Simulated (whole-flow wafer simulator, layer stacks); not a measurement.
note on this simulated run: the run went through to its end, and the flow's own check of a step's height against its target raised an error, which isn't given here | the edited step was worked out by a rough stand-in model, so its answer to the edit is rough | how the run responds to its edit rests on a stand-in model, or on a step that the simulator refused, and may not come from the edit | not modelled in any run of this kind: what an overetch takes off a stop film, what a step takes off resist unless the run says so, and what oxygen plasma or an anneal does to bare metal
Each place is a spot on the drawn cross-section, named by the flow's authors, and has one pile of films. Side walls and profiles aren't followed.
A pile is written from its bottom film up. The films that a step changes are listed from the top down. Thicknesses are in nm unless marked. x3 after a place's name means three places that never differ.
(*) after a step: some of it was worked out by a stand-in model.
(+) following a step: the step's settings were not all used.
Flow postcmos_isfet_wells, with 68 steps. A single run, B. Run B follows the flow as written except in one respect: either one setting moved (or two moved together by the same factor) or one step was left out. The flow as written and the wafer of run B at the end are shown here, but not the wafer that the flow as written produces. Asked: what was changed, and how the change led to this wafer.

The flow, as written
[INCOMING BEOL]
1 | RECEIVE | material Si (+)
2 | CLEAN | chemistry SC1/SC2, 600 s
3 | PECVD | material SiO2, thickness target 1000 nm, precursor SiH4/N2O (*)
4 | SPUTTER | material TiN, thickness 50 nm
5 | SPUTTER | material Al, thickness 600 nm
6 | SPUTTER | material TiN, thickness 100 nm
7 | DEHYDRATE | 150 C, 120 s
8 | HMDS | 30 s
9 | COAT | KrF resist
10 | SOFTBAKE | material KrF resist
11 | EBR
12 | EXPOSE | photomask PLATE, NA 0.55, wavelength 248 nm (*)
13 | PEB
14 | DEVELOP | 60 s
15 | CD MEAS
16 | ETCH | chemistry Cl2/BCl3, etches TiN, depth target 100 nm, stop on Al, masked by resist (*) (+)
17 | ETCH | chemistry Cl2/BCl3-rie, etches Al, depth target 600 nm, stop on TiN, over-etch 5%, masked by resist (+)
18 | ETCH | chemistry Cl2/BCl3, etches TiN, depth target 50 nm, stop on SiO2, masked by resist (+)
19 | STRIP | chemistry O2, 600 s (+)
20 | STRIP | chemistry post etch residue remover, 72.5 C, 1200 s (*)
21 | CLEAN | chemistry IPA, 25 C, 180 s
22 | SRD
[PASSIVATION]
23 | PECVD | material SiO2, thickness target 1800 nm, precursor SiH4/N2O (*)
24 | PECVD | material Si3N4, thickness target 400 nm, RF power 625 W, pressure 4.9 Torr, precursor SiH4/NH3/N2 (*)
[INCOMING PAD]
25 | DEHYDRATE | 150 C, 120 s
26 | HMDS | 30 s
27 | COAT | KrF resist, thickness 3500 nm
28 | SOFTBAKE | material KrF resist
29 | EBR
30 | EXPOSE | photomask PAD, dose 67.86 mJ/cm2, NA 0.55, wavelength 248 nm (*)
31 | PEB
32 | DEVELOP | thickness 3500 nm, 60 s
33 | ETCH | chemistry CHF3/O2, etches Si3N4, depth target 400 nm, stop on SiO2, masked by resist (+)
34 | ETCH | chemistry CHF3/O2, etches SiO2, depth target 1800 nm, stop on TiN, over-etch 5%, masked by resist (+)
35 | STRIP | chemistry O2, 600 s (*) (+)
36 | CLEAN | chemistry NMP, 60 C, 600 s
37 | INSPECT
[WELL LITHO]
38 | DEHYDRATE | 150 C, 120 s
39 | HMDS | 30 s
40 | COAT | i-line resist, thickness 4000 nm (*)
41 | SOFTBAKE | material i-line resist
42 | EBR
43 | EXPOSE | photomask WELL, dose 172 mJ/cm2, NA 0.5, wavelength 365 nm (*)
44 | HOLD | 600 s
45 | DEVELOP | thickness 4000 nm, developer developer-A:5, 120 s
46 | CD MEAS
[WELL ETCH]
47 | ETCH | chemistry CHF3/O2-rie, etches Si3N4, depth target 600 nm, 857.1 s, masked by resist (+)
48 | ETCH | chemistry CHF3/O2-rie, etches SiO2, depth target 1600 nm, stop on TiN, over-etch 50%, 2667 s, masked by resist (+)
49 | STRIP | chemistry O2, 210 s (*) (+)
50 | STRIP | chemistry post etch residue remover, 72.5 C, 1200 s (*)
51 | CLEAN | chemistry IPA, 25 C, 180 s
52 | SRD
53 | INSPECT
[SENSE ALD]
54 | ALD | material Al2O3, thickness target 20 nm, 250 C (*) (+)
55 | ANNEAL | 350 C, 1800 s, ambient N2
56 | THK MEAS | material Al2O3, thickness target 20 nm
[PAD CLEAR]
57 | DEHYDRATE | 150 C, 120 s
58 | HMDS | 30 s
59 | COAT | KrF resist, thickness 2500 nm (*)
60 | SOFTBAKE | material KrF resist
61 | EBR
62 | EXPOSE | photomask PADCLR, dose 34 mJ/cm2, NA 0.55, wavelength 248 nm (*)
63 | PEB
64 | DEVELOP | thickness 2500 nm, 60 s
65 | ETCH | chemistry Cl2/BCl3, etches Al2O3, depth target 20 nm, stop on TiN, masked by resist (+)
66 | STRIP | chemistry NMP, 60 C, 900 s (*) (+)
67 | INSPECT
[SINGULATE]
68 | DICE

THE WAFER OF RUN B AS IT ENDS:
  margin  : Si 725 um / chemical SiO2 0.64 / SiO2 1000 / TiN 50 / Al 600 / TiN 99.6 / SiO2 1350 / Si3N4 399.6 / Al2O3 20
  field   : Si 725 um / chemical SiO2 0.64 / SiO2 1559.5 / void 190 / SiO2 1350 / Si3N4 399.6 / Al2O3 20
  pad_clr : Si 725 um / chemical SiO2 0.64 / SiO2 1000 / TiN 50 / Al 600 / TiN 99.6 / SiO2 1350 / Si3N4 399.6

Cause: step 23, PECVD: thickness target 1350 nm was run, whereas the flow has thickness target 1800 nm.
The wafer itself shows it: margin has SiO2 1350, and step 23 as written asks for 1800 nm.

The path from the change to this, step by step:
  23 | PECVD | material SiO2, thickness target 1800 nm, precursor SiH4/N2O (*)
      margin, well900, well1300 x3, pad_rim, pad_clr, pad_open: +1350 SiO2 (new film) (as written it would have been: +1800 SiO2 (new film))
      field: +1350 SiO2 (new film), +190 void (new film), +559.5 SiO2 (as written it would have been: +1800 SiO2 (new film), +189.9 void (new film), +559.7 SiO2)
  34 | ETCH | chemistry CHF3/O2, etches SiO2, depth target 1800 nm, stop on TiN, over-etch 5%, masked by resist (+)
      field, margin, well900, well1300 x3, pad_rim, pad_clr: -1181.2 KrF resist (as written it would have been: -1500 KrF resist)
      pad_open: -1350 SiO2 (all of it) (as written it would have been: -1800 SiO2 (all of it))
  35 | STRIP | chemistry O2, 600 s (*) (+)
      field, margin, well900, well1300 x3, pad_rim, pad_clr: -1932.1 KrF resist (all of it) (as written it would have been: -1613.3 KrF resist (all of it))
  40 | COAT | i-line resist, thickness 4000 nm (*)
      pad_clr: +3399 i-line resist (new film) (as written it would have been: +3256.8 i-line resist (new film))
      pad_open: +4642.6 i-line resist (new film) (as written it would have been: +4804.7 i-line resist (new film))
  41 | SOFTBAKE | material i-line resist
      pad_clr: -113.4 i-line resist (as written it would have been: -156.7 i-line resist)
      pad_open: +94.7 i-line resist (as written it would have been: +115.3 i-line resist)
  48 | ETCH | chemistry CHF3/O2-rie, etches SiO2, depth target 1600 nm, stop on TiN, over-etch 50%, 2667 s, masked by resist (+)
      well900, well1300 x3: -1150 SiO2 (all of it) (as written it would have been: -1600 SiO2 (all of it))
  49 | STRIP | chemistry O2, 210 s (*) (+)
      pad_clr: -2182 i-line resist (all of it) (as written it would have been: -1996.5 i-line resist (all of it))
      pad_open: -3633.6 i-line resist (all of it) (as written it would have been: -3816.3 i-line resist (all of it))
  59 | COAT | KrF resist, thickness 2500 nm (*)
      field: +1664 KrF resist (new film) (as written it would have been: +1449 KrF resist (new film))
      margin: +1663.9 KrF resist (new film) (as written it would have been: +1448.9 KrF resist (new film))
      (also at 3 further places)
  60 | SOFTBAKE | material KrF resist
      pad_clr: -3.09 KrF resist (as written it would have been: -3.77 KrF resist)
  63 | PEB
      field, margin: -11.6 KrF resist (as written it would have been: -10.1 KrF resist)
      pad_rim: -14.6 KrF resist (as written it would have been: -13.9 KrF resist)
      (also at 2 further places)
  64 | DEVELOP | thickness 2500 nm, 60 s
      pad_clr: -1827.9 KrF resist (all of it) (as written it would have been: -1676 KrF resist (all of it))
      pad_open: -2932.5 KrF resist (all of it) (as written it would have been: -3045.1 KrF resist (all of it))
  66 | STRIP | chemistry NMP, 60 C, 900 s (*) (+)
      field: -1613.6 KrF resist (all of it) (as written it would have been: -1400.1 KrF resist (all of it))
      margin: -1613.5 KrF resist (all of it) (as written it would have been: -1400.1 KrF resist (all of it))
      (also at 1 further place)
